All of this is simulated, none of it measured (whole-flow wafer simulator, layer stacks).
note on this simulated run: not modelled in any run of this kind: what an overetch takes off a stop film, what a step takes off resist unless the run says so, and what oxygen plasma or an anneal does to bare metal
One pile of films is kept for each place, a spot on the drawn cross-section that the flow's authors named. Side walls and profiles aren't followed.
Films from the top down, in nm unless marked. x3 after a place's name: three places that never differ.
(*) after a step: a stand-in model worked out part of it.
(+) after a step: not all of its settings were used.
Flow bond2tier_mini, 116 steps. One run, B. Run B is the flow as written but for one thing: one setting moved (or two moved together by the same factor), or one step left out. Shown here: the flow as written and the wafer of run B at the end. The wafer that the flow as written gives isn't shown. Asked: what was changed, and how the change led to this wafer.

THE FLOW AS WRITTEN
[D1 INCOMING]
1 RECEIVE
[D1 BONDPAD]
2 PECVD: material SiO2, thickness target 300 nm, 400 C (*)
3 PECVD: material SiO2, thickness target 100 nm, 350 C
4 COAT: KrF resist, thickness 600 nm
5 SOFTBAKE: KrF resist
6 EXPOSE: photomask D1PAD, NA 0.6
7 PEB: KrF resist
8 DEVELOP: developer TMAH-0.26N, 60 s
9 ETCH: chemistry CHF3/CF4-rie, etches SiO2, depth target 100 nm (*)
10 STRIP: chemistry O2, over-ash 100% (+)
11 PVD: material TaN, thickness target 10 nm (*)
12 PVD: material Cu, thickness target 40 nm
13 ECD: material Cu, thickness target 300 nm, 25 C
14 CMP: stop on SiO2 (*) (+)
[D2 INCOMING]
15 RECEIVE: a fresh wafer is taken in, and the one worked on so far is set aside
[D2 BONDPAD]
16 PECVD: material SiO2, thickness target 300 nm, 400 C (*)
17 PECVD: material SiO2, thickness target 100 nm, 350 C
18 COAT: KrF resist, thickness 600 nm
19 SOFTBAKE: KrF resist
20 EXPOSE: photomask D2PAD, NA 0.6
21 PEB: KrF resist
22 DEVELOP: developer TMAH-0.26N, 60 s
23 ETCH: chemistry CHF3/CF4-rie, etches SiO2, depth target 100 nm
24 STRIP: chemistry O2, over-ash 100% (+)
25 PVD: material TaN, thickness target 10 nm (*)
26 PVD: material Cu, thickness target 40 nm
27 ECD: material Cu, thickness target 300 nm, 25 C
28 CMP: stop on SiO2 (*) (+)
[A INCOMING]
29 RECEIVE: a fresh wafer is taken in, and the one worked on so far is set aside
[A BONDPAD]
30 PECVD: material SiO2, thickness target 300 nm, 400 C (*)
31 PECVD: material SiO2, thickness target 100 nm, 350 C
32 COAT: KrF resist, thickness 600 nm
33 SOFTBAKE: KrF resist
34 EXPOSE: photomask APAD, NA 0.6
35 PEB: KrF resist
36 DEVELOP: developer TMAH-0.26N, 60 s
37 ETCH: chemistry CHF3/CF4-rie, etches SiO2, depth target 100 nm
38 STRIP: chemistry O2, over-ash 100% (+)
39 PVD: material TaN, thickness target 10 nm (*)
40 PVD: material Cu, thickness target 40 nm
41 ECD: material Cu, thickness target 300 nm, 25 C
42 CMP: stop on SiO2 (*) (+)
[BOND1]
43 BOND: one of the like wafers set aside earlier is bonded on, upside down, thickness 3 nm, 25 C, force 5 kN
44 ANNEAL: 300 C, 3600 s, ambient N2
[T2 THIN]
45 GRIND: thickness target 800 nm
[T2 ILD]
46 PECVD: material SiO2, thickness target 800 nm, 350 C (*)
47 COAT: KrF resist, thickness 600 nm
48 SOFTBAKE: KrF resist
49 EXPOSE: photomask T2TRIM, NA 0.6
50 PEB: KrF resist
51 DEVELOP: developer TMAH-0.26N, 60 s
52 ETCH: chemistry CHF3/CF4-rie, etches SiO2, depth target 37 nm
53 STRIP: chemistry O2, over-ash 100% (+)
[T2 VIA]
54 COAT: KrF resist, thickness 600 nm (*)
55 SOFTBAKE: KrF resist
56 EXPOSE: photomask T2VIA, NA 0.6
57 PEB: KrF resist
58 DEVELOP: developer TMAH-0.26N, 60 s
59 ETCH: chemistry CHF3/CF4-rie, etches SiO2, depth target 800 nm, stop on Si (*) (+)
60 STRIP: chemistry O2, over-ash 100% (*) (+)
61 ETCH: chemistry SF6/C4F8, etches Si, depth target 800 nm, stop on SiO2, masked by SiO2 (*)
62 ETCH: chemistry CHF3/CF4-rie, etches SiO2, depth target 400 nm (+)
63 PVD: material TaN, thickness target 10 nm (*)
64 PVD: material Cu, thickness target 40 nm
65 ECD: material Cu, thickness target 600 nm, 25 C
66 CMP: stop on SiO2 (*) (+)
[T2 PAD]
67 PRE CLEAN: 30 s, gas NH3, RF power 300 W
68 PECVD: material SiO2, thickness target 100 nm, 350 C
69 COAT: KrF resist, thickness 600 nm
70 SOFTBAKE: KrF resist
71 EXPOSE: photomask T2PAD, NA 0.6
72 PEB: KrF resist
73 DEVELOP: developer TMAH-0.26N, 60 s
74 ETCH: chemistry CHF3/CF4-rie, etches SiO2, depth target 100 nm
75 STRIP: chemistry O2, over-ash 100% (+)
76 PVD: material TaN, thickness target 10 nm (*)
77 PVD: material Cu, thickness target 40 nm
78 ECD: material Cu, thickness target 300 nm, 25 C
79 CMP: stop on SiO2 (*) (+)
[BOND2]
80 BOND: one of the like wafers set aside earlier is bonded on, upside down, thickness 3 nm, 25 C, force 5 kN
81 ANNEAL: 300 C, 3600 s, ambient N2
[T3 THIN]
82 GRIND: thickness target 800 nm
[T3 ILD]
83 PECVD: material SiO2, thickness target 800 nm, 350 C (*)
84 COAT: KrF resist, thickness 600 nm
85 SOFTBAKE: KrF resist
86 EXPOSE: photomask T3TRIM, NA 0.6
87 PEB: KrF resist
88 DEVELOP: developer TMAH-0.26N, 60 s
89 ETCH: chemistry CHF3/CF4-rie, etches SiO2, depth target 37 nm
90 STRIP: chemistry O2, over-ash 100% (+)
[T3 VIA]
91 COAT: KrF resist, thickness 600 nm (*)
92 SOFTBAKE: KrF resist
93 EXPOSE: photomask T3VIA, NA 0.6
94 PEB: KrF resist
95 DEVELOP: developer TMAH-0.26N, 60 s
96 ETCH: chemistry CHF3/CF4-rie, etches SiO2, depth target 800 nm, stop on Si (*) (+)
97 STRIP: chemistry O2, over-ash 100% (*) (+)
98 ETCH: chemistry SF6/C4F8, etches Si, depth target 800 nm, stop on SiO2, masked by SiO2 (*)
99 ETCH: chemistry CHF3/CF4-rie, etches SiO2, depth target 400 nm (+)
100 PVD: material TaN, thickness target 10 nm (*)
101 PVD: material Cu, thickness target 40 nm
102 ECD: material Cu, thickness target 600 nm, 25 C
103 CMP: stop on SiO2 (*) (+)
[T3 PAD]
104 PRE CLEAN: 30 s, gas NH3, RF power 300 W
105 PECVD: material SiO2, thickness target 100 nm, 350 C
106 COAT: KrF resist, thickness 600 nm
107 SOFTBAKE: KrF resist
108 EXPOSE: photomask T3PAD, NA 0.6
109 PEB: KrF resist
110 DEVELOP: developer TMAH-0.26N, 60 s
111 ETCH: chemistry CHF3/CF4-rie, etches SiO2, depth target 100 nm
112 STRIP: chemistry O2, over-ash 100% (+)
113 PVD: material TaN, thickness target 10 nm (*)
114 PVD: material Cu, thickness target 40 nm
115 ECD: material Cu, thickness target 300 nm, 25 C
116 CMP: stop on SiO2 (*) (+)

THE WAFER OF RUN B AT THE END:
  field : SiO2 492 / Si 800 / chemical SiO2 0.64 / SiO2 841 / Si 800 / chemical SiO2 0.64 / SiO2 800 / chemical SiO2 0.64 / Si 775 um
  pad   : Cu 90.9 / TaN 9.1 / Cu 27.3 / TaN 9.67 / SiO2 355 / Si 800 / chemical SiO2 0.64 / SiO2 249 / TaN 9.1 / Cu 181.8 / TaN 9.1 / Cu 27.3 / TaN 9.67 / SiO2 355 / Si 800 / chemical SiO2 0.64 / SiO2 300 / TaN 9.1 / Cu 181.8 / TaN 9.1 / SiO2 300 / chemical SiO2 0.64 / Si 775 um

The cause: step 17, PECVD: thickness target 49 nm was run, where the flow has thickness target 100 nm.

How the change led to this, step by step:
  17 PECVD: material SiO2, thickness target 100 nm, 350 C
      field, pad, via: SiO2 +49 (as written it would be: SiO2 +100)
  80 BOND: one of the like wafers set aside earlier is bonded on, upside down, thickness 3 nm, 25 C, force 5 kN
      field: Si +775 um (new film), chemical SiO2 +0.64 (new film), SiO2 +349 (as written it would be: Si +775 um (new film), chemical SiO2 +0.64 (new film), SiO2 +400)
      pad: Si +775 um (new film), chemical SiO2 +0.64 (new film), SiO2 +249 (new film), TaN +9.1 (new film), Cu +90.9 (as written it would be: Si +775 um (new film), chemical SiO2 +0.64 (new film), SiO2 +300 (new film), TaN +9.1 (new film), Cu +90.9)
